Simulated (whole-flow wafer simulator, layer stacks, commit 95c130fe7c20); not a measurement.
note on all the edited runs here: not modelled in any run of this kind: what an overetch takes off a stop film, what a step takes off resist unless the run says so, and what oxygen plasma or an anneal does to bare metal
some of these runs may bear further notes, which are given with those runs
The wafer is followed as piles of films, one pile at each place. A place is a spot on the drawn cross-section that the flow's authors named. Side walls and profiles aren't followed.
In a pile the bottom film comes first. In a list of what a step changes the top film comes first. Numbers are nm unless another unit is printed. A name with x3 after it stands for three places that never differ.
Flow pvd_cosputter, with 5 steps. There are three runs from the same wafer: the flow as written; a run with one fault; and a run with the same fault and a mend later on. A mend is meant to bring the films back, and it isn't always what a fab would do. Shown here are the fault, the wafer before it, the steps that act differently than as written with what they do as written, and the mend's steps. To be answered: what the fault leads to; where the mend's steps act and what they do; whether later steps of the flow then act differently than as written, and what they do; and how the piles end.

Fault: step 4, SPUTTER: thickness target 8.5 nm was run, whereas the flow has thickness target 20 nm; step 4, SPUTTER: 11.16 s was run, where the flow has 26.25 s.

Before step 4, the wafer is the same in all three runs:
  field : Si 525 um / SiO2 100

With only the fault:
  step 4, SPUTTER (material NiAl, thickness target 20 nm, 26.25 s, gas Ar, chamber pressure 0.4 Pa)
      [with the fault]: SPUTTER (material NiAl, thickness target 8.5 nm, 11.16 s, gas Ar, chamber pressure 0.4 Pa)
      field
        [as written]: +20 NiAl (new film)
        [with the fault]: +8.5 NiAl (new film)
  Later steps of the flow that are run all act as written at every place that is followed.
  By the end, the piles at field depart from the flow's by more than 2% or 0.5 nm, whichever is larger.
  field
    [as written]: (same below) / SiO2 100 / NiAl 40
    [with the fault]: (same below) / SiO2 100 / NiAl 28.5

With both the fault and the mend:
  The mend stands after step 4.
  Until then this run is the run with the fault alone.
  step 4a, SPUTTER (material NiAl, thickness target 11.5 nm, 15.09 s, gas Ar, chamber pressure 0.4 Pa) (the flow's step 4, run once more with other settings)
      field
        +11.5 NiAl
  Later steps of the flow that are run all act as written at every place that is followed.
  By the end, the piles equal the flow's at every place that both follow.
